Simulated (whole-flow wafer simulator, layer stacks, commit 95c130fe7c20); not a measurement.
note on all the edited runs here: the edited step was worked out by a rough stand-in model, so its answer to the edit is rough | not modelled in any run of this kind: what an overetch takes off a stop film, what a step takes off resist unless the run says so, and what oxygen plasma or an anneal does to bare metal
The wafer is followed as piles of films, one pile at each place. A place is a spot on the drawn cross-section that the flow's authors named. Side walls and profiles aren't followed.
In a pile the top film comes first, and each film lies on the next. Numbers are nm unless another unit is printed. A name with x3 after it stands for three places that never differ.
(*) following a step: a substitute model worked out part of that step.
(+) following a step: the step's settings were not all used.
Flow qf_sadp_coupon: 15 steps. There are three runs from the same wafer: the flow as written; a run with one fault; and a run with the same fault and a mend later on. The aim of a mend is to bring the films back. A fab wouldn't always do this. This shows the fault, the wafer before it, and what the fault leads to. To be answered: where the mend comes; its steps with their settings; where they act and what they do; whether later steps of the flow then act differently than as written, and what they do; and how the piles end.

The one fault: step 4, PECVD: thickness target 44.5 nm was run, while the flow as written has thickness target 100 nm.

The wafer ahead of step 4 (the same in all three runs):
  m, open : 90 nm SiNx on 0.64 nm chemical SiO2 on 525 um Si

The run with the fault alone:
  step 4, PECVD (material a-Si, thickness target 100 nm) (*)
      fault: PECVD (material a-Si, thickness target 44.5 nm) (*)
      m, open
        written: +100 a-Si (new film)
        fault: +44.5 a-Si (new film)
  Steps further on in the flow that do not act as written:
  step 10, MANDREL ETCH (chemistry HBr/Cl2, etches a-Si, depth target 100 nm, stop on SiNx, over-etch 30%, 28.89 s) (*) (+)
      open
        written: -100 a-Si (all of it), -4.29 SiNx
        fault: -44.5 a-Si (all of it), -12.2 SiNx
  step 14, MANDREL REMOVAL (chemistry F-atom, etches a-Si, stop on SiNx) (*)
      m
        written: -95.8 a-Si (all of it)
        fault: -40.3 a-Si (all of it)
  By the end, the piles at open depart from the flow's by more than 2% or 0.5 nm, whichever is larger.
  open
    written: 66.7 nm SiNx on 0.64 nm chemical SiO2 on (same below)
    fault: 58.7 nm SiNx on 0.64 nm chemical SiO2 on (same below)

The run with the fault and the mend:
  The mend stands after step 4.
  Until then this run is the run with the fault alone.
  step 4a, ETCH (chemistry tmah, depth target 51.17 nm)
      m, open
        -44.5 a-Si (all of it)
  step 4b, PECVD (material a-Si, thickness target 100 nm) (*) (the flow's step 4 again)
      m, open
        +100 a-Si (new film)
  Every later step of the flow that is run acts as written at every place that is followed.
  At every place that both follow, the piles at the end match the flow's.
